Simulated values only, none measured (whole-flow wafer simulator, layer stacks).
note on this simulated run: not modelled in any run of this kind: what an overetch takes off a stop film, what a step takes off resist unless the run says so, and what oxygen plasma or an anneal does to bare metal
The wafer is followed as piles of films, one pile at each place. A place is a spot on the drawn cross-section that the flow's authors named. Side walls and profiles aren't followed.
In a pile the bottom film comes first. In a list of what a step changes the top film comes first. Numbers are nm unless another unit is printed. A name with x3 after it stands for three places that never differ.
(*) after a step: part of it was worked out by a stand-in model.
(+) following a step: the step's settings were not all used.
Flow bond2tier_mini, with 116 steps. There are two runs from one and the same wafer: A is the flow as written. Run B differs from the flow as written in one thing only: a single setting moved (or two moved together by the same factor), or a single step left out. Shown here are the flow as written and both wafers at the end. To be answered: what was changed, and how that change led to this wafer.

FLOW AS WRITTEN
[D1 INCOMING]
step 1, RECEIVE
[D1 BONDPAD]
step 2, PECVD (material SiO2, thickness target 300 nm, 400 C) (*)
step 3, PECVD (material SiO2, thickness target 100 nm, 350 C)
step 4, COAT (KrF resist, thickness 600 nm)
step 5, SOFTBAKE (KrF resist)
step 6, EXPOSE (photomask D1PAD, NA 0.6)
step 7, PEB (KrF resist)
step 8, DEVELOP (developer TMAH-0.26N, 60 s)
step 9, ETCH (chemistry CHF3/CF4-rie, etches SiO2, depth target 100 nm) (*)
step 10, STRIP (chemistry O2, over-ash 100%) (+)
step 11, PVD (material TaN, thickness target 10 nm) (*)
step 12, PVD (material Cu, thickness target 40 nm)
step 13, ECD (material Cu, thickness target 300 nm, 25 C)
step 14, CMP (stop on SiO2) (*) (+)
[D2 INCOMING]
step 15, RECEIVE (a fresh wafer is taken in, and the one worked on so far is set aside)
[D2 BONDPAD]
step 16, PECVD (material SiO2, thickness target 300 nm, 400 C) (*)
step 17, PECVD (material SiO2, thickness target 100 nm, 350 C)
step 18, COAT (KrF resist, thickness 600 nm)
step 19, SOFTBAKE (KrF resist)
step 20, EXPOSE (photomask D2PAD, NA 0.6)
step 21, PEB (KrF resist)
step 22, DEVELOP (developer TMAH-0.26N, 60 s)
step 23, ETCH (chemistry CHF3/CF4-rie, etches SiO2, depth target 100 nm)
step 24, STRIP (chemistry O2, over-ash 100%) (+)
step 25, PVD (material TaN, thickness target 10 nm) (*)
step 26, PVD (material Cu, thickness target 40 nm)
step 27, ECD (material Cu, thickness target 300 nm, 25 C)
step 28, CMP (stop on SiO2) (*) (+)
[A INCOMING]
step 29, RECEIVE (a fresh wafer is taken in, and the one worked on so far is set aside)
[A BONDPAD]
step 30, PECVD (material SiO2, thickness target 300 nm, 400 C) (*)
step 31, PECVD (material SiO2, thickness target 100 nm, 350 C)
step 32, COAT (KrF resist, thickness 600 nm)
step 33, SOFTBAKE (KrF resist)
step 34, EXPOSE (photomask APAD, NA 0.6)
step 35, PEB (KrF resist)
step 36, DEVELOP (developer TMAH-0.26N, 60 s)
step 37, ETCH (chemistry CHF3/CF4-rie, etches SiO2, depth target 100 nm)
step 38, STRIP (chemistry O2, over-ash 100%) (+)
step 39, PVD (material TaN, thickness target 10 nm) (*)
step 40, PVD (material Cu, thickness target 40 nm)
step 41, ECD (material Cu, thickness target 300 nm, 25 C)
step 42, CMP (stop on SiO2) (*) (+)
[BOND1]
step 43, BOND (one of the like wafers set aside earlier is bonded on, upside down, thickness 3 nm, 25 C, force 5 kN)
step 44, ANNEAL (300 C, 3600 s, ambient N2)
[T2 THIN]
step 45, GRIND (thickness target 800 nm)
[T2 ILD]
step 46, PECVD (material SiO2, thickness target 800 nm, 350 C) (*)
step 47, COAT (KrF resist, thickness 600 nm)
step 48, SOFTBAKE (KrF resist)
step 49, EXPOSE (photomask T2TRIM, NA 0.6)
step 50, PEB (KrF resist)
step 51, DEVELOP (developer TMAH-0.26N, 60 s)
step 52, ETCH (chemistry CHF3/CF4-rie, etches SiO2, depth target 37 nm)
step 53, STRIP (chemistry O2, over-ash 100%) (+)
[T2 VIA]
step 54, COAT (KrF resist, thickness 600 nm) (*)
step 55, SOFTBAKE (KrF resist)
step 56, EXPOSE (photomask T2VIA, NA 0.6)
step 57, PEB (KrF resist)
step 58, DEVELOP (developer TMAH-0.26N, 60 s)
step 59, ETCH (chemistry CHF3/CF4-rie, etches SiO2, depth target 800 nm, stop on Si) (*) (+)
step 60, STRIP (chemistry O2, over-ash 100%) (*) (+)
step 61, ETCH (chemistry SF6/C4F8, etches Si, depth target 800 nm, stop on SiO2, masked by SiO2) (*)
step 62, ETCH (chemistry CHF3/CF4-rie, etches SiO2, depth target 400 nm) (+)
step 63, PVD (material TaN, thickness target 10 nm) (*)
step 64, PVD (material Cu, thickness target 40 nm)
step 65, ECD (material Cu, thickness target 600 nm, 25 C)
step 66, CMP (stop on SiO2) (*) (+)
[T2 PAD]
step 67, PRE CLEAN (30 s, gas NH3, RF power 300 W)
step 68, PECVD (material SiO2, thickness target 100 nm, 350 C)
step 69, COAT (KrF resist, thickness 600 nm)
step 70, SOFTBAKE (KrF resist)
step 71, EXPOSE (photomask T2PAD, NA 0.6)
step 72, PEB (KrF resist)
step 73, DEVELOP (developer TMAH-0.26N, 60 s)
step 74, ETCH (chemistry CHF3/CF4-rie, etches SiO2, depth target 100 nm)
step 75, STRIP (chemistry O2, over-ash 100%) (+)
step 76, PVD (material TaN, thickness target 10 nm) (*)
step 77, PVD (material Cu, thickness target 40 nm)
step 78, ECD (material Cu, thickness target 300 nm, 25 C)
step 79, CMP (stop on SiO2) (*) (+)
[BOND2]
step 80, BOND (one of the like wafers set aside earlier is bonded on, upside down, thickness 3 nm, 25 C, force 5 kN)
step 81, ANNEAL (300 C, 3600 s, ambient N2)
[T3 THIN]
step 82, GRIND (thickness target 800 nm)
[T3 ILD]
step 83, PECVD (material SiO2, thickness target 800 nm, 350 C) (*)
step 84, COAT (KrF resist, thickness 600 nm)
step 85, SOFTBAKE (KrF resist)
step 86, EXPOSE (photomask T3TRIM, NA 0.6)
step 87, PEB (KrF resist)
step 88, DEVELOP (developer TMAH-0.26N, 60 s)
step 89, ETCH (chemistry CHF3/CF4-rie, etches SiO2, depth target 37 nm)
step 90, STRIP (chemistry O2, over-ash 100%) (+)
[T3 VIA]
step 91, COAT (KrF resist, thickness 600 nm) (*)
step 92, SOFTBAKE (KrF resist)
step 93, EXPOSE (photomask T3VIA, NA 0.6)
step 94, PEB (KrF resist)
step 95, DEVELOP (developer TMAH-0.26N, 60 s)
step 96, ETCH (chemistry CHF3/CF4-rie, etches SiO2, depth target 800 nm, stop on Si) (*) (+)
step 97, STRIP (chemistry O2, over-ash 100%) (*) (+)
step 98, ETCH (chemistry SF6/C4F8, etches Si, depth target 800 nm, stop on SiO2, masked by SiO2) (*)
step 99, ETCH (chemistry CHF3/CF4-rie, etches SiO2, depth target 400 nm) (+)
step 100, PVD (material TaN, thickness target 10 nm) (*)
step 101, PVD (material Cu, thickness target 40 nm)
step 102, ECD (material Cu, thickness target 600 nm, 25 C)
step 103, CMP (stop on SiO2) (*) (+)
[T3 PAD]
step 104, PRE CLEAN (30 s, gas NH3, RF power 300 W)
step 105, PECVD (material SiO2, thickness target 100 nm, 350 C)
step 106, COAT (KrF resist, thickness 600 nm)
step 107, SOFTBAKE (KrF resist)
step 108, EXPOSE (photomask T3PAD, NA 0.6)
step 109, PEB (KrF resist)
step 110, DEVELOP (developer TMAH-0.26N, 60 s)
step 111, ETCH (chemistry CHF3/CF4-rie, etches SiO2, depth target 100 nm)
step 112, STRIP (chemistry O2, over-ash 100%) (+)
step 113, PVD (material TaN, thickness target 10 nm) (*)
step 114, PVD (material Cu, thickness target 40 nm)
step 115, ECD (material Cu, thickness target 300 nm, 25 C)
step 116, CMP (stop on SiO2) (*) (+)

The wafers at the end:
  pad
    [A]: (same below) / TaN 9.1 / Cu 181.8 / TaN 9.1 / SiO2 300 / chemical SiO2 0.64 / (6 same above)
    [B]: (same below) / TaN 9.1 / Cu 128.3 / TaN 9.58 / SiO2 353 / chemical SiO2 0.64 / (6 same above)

What caused this: step 23, ETCH: depth target 47 nm was run, while the flow as written has depth target 100 nm.

Step by step, how the change led to this:
  step 23, ETCH (chemistry CHF3/CF4-rie, etches SiO2, depth target 100 nm)
      pad, via: A -100 SiO2 | B -47 SiO2
      field: A -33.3 KrF resist | B -15.7 KrF resist
  step 24, STRIP (chemistry O2, over-ash 100%) (+)
      field: A -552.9 KrF resist (all of it) | B -570.6 KrF resist (all of it)
  step 26, PVD (material Cu, thickness target 40 nm)
      pad: A +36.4 Cu (new film) | B +38.3 Cu (new film)
  step 27, ECD (material Cu, thickness target 300 nm, 25 C)
      pad: A +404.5 Cu | B +349.1 Cu
      via: A +400.2 Cu | B +347 Cu
  step 80, BOND (one of the like wafers set aside earlier is bonded on, upside down, thickness 3 nm, 25 C, force 5 kN)
      pad: A +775 um Si (new film), +0.64 chemical SiO2 (new film), +300 SiO2 (new film), +9.1 TaN (new film), +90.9 Cu | B +775 um Si (new film), +0.64 chemical SiO2 (new film), +353 SiO2 (new film), +9.58 TaN (new film), +37.4 Cu
